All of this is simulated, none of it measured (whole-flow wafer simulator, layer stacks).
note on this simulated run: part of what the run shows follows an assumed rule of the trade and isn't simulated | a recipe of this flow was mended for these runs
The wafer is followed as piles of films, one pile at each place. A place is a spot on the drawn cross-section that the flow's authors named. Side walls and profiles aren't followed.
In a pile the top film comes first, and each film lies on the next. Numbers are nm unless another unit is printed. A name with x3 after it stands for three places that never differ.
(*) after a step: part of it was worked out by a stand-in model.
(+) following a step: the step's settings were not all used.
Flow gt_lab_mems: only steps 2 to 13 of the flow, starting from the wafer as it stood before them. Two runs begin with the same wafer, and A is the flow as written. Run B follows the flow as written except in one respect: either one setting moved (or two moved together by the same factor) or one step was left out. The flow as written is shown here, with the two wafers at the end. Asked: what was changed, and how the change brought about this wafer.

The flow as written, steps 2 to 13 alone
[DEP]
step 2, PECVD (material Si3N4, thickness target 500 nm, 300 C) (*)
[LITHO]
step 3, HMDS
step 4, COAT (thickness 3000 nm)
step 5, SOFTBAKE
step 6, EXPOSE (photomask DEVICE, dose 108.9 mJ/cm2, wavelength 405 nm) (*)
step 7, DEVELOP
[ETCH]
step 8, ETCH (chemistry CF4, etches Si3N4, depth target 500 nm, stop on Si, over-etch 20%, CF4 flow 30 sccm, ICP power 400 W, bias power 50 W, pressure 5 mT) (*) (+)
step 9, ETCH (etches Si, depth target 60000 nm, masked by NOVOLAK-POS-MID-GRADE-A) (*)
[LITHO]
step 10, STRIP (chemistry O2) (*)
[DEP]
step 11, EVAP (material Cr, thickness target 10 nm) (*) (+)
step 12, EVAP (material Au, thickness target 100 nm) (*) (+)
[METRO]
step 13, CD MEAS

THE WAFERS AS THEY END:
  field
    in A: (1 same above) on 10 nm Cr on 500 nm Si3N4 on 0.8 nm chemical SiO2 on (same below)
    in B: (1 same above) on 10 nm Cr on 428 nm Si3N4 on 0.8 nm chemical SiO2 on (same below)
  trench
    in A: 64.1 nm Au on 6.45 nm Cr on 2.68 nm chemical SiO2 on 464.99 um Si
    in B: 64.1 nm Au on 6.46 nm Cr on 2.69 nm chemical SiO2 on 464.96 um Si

Cause: step 2, PECVD: thickness target 428 nm was run, though the flow has thickness target 500 nm.
The wafer itself shows it: field has Si3N4 428, and step 2 as written asks for 500 nm.

The path from the change to this, step by step:
  step 2, PECVD (material Si3N4, thickness target 500 nm, 300 C) (*)
      field, trench: A +500 Si3N4 (new film) | B +428 Si3N4 (new film)
  step 8, ETCH (chemistry CF4, etches Si3N4, depth target 500 nm, stop on Si, over-etch 20%, CF4 flow 30 sccm, ICP power 400 W, bias power 50 W, pressure 5 mT) (*) (+)
      field: A -400 g/i-line-resist | B -343 g/i-line-resist
      trench: A -500 Si3N4 (all of it), -0.8 chemical SiO2 (all of it), -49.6 Si | B -428 Si3N4 (all of it), -0.8 chemical SiO2 (all of it), -85.6 Si
  step 10, STRIP (chemistry O2) (*)
      field: A -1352 g/i-line-resist (all of it) | B -1408.9 g/i-line-resist (all of it)
